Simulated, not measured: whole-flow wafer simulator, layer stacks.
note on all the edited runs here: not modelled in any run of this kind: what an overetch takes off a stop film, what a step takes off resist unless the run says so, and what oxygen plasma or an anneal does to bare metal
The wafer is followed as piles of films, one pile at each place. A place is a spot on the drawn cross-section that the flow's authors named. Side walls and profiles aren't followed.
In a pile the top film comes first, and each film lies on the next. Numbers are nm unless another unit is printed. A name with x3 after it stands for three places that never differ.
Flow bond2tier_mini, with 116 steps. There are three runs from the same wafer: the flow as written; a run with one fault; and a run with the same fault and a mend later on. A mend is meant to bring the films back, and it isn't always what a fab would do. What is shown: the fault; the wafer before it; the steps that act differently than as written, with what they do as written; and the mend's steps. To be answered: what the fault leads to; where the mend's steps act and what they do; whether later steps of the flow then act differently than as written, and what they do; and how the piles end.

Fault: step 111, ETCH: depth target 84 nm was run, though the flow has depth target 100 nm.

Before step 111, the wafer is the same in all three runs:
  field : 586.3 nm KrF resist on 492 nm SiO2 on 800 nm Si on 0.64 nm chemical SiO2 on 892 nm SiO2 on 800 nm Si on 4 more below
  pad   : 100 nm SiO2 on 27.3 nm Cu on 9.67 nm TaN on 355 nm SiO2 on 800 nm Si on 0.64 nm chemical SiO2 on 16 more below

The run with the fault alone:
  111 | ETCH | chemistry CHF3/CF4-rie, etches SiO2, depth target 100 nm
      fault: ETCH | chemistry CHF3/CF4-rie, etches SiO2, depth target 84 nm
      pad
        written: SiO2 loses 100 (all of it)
        fault: SiO2 loses 84
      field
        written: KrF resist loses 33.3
        fault: KrF resist loses 28
  Steps later in the flow that act otherwise than as written (not shown: 3 more steps that differ only slightly, by at most 2% or 0.5 nm, whichever is larger):
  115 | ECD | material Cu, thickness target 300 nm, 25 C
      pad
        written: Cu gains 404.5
        fault: Cu gains 387.8
  The piles end different from the flow's at pad by more than 2% or 0.5 nm, whichever is larger.
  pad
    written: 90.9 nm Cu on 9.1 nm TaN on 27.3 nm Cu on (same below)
    fault: 74.8 nm Cu on 9.24 nm TaN on 16 nm SiO2 on 27.3 nm Cu on (same below)

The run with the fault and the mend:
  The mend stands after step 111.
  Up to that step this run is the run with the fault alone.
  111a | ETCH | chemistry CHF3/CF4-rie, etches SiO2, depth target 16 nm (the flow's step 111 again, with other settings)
      field
        KrF resist loses 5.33
      pad
        SiO2 loses 16 (all of it)
  None of the later steps of the flow acts differently than as written at any place that is followed.
  By the end, the piles equal the flow's at every place that both follow.
